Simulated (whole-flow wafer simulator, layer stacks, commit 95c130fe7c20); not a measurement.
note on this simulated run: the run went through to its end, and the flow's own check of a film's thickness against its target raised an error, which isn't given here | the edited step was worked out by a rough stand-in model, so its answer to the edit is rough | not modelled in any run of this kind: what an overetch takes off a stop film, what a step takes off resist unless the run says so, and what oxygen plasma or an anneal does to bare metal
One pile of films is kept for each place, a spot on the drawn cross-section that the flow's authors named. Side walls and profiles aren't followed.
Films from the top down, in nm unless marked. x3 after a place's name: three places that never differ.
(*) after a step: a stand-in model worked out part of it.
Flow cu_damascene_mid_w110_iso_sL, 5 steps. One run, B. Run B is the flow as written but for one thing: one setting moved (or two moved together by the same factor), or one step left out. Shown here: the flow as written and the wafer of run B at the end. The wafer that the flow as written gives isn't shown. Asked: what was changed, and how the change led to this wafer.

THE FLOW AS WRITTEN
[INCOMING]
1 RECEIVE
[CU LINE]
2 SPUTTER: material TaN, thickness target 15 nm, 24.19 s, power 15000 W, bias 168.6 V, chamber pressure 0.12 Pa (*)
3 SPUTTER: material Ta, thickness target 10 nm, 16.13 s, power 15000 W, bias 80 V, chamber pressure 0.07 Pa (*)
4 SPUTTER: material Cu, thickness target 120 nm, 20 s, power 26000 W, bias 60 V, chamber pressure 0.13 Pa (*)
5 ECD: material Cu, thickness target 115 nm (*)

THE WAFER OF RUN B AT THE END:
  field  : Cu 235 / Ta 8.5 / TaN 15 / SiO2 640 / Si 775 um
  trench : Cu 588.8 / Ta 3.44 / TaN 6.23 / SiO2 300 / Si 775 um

The cause: step 3, SPUTTER: thickness target 8.5 nm was run, where the flow has thickness target 10 nm; step 3, SPUTTER: 13.71 s was run, where the flow has 16.13 s.
It can be read off the wafer: field has Ta 8.5, and step 3 as written asks for 10 nm.

How the change led to this, step by step:
  3 SPUTTER: material Ta, thickness target 10 nm, 16.13 s, power 15000 W, bias 80 V, chamber pressure 0.07 Pa (*)
      field: Ta +8.5 (new film) (as written it would be: Ta +10 (new film))
      trench: Ta +3.44 (new film) (as written it would be: Ta +4.05 (new film))
